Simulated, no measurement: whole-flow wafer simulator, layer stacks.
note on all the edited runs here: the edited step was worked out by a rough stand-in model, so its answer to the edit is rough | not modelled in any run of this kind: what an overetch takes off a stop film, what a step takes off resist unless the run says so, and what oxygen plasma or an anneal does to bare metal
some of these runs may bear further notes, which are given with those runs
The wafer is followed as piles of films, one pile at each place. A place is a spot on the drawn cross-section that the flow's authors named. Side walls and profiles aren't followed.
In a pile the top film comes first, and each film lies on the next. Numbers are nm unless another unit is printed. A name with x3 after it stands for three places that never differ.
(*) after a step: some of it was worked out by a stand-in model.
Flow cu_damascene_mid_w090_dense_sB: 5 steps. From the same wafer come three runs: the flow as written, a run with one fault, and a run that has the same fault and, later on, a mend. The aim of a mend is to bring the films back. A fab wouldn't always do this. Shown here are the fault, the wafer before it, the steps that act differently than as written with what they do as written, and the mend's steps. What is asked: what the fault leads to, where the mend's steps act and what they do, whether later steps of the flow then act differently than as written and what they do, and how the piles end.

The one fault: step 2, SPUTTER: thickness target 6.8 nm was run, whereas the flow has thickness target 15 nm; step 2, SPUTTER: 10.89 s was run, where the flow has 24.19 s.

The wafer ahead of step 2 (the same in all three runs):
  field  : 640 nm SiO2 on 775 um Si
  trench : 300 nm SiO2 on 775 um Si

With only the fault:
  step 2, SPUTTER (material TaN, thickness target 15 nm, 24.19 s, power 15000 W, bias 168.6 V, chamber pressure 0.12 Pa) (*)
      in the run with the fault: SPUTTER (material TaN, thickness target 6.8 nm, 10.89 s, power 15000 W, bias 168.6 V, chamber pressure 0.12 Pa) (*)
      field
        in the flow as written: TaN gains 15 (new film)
        in the run with the fault: TaN gains 6.8 (new film)
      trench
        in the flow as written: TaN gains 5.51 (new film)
        in the run with the fault: TaN gains 2.5 (new film)
  Steps further on in the flow that do not act as written (2 more steps, not shown, differ only slightly: by at most 2% or 0.5 nm, whichever is larger):
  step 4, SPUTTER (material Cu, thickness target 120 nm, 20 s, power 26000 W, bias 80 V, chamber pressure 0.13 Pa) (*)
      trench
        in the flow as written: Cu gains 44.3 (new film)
        in the run with the fault: Cu gains 45.6 (new film)
  The piles end different from the flow's at field, trench by more than 2% or 0.5 nm, whichever is larger.
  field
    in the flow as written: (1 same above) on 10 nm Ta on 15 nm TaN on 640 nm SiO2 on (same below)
    in the run with the fault: (1 same above) on 10 nm Ta on 6.8 nm TaN on 640 nm SiO2 on (same below)
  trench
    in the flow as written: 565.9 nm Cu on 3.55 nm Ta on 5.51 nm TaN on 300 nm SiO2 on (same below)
    in the run with the fault: 560.6 nm Cu on 3.67 nm Ta on 2.5 nm TaN on 300 nm SiO2 on (same below)

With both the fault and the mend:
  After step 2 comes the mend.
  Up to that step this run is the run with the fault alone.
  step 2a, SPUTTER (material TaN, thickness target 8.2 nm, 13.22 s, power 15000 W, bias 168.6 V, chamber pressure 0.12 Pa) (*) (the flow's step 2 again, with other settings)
      field
        TaN gains 8.2
      trench
        TaN gains 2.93
  Later steps of the flow that are run all act as written at every place that is followed, up to a difference of at most 2% or 0.5 nm, whichever is larger.
  The piles end only slightly different from the flow's at the places that both follow, by no more than 2% or 0.5 nm, whichever is larger.
